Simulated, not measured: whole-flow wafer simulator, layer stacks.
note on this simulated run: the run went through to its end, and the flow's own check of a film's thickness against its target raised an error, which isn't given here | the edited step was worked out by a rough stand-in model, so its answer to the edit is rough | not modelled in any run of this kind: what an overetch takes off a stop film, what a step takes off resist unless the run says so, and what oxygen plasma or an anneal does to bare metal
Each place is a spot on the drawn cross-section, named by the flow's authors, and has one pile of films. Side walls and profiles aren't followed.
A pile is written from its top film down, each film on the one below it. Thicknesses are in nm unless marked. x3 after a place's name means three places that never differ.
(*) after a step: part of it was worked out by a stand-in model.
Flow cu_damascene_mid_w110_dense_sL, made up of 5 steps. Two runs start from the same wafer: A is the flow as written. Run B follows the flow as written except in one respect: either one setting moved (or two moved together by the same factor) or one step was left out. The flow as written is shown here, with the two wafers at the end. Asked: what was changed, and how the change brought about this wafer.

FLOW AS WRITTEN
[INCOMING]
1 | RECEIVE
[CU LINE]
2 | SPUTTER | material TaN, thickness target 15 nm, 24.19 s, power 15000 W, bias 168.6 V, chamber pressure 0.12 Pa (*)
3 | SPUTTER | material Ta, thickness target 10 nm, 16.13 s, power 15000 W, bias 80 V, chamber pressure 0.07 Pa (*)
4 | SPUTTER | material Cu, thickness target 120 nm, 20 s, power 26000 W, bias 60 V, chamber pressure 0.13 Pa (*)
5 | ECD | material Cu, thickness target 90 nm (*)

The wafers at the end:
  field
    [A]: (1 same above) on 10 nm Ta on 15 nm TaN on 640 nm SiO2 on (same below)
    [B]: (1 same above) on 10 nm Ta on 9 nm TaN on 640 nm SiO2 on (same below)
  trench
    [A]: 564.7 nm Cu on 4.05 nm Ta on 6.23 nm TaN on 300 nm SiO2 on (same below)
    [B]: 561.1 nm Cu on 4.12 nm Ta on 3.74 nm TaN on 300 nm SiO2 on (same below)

What caused this: step 2, SPUTTER: thickness target 9 nm was run, whereas the flow has thickness target 15 nm; step 2, SPUTTER: 14.51 s was run, where the flow has 24.19 s.
The wafer lets one read it off: field has TaN 9, and step 2 as written asks for 15 nm.

The path from the change to this, step by step:
  2 | SPUTTER | material TaN, thickness target 15 nm, 24.19 s, power 15000 W, bias 168.6 V, chamber pressure 0.12 Pa (*)
      field: A TaN gains 15 (new film) | B TaN gains 9 (new film)
      trench: A TaN gains 6.23 (new film) | B TaN gains 3.74 (new film)
